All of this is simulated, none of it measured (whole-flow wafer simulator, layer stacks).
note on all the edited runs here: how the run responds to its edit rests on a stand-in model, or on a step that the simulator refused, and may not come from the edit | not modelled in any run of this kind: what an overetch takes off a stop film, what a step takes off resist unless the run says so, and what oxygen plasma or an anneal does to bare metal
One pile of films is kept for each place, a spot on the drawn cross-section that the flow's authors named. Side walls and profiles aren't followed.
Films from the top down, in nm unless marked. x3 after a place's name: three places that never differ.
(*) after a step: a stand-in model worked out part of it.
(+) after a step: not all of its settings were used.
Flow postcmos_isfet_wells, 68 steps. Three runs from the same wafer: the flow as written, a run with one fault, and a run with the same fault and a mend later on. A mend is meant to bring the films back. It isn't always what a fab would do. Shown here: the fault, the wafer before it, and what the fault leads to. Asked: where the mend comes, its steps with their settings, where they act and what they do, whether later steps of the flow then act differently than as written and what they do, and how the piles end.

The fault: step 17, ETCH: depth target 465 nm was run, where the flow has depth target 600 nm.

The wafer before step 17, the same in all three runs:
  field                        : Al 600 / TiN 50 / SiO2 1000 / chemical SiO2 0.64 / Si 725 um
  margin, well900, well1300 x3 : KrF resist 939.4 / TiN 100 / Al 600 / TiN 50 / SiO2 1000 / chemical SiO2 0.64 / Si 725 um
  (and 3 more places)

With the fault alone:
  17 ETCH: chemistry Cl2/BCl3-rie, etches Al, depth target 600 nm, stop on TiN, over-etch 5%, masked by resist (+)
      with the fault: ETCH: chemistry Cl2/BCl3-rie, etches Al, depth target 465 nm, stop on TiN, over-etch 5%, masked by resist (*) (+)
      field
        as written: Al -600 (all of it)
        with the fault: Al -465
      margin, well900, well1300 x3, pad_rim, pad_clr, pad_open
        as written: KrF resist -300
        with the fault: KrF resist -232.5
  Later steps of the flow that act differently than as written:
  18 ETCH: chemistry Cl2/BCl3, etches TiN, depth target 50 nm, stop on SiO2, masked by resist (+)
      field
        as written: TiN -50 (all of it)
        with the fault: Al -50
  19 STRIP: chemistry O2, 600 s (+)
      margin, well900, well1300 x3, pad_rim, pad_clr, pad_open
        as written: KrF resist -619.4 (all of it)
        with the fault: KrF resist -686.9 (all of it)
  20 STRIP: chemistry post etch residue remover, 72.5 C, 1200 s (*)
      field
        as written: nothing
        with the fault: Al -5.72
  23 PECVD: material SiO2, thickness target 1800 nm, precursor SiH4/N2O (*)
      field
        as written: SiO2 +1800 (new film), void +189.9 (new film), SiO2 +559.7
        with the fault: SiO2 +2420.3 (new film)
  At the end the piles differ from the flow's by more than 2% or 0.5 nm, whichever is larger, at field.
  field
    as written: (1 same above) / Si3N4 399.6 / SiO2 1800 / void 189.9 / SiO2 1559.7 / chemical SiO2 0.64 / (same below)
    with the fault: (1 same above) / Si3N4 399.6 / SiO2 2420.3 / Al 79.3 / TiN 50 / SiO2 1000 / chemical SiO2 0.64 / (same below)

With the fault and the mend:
  The mend comes after step 17.
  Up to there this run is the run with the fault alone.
  17a ETCH: chemistry Cl2/BCl3-rie, etches Al, depth target 135 nm, stop on TiN, over-etch 5%, masked by resist (the flow's step 17 once more, with other settings)
      margin, well900, well1300 x3, pad_rim, pad_clr, pad_open
        KrF resist -67.5
      field
        Al -135 (all of it)
  No later step of the flow acts differently than as written at any place that is followed.
  At the end the piles are the same as the flow's at every place that both follow.
